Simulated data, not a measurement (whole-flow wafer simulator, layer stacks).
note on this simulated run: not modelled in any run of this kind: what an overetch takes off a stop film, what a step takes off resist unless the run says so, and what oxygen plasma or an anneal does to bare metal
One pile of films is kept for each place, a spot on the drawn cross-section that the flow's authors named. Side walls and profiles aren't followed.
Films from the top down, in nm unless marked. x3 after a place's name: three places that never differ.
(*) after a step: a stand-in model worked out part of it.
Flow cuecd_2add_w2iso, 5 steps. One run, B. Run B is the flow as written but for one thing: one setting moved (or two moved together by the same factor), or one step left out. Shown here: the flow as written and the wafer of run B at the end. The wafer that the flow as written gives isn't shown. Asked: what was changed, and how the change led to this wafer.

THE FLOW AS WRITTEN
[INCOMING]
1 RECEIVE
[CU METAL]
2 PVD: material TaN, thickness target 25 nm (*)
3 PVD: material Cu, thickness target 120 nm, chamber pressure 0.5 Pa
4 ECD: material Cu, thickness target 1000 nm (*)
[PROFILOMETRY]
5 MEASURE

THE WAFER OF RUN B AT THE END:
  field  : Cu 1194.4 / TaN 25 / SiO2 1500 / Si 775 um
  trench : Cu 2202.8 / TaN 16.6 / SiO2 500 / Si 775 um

The cause: step 3, PVD: thickness target 194.4 nm was run, where the flow has thickness target 120 nm.

How the change led to this, step by step:
  3 PVD: material Cu, thickness target 120 nm, chamber pressure 0.5 Pa
      field: Cu +194.4 (new film) (as written it would be: Cu +120 (new film))
      trench: Cu +130.4 (new film) (as written it would be: Cu +80.8 (new film))
